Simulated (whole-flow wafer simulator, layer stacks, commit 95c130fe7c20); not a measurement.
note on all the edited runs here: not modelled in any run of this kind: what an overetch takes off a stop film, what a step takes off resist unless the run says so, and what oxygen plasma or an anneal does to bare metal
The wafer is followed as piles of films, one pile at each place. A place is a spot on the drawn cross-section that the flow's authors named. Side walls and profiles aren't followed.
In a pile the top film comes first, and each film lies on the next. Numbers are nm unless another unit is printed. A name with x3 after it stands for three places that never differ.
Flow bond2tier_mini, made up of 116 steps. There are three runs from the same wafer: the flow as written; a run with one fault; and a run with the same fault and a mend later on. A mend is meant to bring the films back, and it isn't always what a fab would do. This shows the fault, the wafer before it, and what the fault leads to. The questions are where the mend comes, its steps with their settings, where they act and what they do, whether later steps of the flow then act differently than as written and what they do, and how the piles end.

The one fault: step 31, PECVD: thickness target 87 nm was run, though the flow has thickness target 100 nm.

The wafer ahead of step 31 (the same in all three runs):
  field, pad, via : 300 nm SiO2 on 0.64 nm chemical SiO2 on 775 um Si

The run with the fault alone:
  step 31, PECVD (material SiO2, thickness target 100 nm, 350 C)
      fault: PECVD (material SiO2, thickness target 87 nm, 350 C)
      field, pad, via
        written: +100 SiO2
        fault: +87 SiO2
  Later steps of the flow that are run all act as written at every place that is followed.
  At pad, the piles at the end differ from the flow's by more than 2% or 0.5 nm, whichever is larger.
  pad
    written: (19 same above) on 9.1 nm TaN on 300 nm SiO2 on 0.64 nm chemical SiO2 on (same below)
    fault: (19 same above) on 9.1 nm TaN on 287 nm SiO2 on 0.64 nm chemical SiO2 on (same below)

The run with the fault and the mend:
  After step 31 comes the mend.
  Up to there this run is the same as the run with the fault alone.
  step 31a, PECVD (material SiO2, thickness target 13 nm, 350 C) (the flow's step 31, run once more with other settings)
      field, pad, via
        +13 SiO2
  Later steps of the flow that are run all act as written at every place that is followed.
  The piles end the same as the flow's at every place that both follow.
